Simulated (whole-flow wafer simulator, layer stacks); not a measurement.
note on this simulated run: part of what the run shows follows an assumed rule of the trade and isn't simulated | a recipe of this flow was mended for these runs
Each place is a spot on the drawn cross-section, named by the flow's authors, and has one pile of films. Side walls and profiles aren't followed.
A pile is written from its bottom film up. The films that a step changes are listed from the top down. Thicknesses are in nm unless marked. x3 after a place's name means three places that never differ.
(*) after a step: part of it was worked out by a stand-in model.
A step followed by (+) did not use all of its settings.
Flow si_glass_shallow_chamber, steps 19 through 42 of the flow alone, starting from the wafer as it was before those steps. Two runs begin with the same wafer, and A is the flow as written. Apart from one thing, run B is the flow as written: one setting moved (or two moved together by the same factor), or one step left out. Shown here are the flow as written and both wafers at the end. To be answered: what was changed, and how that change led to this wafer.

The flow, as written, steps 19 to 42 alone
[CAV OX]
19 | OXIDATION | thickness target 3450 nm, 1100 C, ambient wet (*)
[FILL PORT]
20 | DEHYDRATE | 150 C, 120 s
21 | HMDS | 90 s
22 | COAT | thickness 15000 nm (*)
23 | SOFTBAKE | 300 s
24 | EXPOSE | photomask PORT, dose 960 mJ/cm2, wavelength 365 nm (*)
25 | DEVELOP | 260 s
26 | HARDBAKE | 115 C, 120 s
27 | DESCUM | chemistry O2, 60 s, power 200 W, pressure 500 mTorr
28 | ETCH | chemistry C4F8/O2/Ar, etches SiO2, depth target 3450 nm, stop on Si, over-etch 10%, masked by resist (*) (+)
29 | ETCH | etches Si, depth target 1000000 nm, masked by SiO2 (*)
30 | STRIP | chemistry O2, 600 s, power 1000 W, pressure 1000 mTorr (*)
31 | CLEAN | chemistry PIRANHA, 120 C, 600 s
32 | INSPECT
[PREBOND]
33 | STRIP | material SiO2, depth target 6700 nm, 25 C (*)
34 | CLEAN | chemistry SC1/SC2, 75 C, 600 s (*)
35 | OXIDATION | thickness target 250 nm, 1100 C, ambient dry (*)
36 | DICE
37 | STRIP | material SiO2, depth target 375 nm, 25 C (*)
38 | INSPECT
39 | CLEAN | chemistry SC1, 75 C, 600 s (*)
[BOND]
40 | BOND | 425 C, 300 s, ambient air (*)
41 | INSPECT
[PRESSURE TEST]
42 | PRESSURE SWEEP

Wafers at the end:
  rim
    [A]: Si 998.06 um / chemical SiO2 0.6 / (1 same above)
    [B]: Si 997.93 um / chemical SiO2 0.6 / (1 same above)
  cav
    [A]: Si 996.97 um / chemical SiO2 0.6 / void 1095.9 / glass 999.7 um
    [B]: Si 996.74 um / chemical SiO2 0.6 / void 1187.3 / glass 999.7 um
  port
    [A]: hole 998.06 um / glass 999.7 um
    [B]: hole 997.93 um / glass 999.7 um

What caused this: step 19, OXIDATION: thickness target 3967 nm was run, though the flow has thickness target 3450 nm.

Step by step, how the change led to this:
  19 | OXIDATION | thickness target 3450 nm, 1100 C, ambient wet (*)
      rim, ramp, septum, ring: A +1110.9 SiO2, -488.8 Si | B +1420.2 SiO2, -624.9 Si
      cav, port: A +3450 SiO2 (new film), -0.6 chemical SiO2 (all of it), -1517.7 Si | B +3967 SiO2 (new film), -0.6 chemical SiO2 (all of it), -1745.2 Si
  22 | COAT | thickness 15000 nm (*)
      rim: A +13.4 um thick-i-line-resist (new film) | B +13.45 um thick-i-line-resist (new film)
      ramp: A +12.89 um thick-i-line-resist (new film) | B +12.96 um thick-i-line-resist (new film)
      (and at 3 other places as well)
  23 | SOFTBAKE | 300 s
      rim: A -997 thick-i-line-resist | B -964.3 thick-i-line-resist
      ramp: A -487.1 thick-i-line-resist | B -469.8 thick-i-line-resist
      (and at 4 other places as well)
  25 | DEVELOP | 260 s
      port: A -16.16 um thick-i-line-resist (all of it) | B -16.12 um thick-i-line-resist (all of it)
  28 | ETCH | chemistry C4F8/O2/Ar, etches SiO2, depth target 3450 nm, stop on Si, over-etch 10%, masked by resist (*) (+)
      port: A -3450 SiO2 (all of it), -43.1 Si | B -3795 SiO2
  29 | ETCH | etches Si, depth target 1000000 nm, masked by SiO2 (*)
      port: A +997.05 um hole (new film), -997.05 um Si (all of it) | B +997.04 um hole (new film), -172 SiO2 (all of it), -996.86 um Si (all of it)
      rim, ramp: A -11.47 um thick-i-line-resist (all of it), -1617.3 SiO2 | B -11.55 um thick-i-line-resist (all of it), -1574.9 SiO2
      (and at 1 other place as well)
  30 | STRIP | chemistry O2, 600 s, power 1000 W, pressure 1000 mTorr (*)
      cav: A -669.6 thick-i-line-resist (all of it) | B -634.3 thick-i-line-resist (all of it)
  33 | STRIP | material SiO2, depth target 6700 nm, 25 C (*)
      rim, ramp: A -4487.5 SiO2 (all of it) | B -4839.3 SiO2 (all of it)
      cav: A -3450 SiO2 (all of it) | B -3967 SiO2 (all of it)
      (and at 2 other places as well)
  40 | BOND | 425 C, 300 s, ambient air (*)
      cav: A +999.7 um glass (new film), +1095.9 void (new film) | B +999.7 um glass (new film), +1187.3 void (new film)
      port: A +999.7 um glass (new film), +1017.3 hole | B +999.7 um glass (new film), +893.5 hole
